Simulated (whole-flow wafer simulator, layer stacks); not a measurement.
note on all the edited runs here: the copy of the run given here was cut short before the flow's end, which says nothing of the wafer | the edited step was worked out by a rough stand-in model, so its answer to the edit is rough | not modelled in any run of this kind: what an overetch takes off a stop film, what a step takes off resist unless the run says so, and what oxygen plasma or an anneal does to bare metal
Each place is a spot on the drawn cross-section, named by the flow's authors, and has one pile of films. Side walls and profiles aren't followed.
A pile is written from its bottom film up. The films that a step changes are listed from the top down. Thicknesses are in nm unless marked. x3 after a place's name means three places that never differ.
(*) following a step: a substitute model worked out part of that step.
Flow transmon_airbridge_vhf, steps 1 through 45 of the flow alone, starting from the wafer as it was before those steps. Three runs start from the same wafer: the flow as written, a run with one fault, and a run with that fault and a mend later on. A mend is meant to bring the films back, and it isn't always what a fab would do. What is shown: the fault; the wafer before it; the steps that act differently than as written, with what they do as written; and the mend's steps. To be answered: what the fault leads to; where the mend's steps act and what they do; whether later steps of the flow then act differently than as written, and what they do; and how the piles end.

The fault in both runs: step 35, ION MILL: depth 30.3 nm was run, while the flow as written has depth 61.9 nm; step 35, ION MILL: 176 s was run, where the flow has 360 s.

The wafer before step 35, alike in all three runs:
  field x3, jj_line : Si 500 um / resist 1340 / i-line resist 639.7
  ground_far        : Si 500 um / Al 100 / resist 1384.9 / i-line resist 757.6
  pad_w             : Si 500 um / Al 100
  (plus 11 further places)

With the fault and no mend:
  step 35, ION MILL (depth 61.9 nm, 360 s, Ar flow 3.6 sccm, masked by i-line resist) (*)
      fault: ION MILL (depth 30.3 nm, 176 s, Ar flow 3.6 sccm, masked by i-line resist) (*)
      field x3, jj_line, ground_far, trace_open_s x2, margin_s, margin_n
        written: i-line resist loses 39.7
        fault: i-line resist loses 19.4
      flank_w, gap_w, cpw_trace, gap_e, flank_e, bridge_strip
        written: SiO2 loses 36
        fault: SiO2 loses 17.6
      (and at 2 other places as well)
  Steps further on in the flow that do not act as written (3 other steps are not shown; they differ only slightly, by no more than 2% or 0.5 nm, whichever is larger):
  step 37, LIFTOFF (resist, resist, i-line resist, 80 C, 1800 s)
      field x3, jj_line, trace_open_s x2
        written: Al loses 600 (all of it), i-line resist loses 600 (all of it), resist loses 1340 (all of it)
        fault: Al loses 600 (all of it), i-line resist loses 620.3 (all of it), resist loses 1340 (all of it)
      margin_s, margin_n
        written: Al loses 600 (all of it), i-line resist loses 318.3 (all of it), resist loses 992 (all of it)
        fault: Al loses 600 (all of it), i-line resist loses 338.6 (all of it), resist loses 992 (all of it)
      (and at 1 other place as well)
  The piles end different from the flow's at pad_w, flank_w, flank_e, pad_e by more than 2% or 0.5 nm, whichever is larger.
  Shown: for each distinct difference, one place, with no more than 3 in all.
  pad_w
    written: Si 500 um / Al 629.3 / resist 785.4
    fault: Si 500 um / Al 661.1 / resist 780.3
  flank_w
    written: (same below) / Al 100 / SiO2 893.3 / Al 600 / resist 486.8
    fault: (same below) / Al 100 / SiO2 911.7 / Al 600 / resist 486.6

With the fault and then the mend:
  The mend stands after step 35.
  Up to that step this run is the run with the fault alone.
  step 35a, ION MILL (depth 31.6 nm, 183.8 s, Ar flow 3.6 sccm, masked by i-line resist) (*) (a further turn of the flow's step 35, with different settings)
      field x3, jj_line, ground_far, trace_open_s x2, margin_s, margin_n
        i-line resist loses 20.3
      flank_w, gap_w, cpw_trace, gap_e, flank_e, bridge_strip
        SiO2 loses 18.4
      pad_w, pad_e
        Al loses 31.6
  Later steps of the flow that are run all act as written at every place that is followed.
  The piles end only slightly different from the flow's at the places that both follow, by no more than 2% or 0.5 nm, whichever is larger.
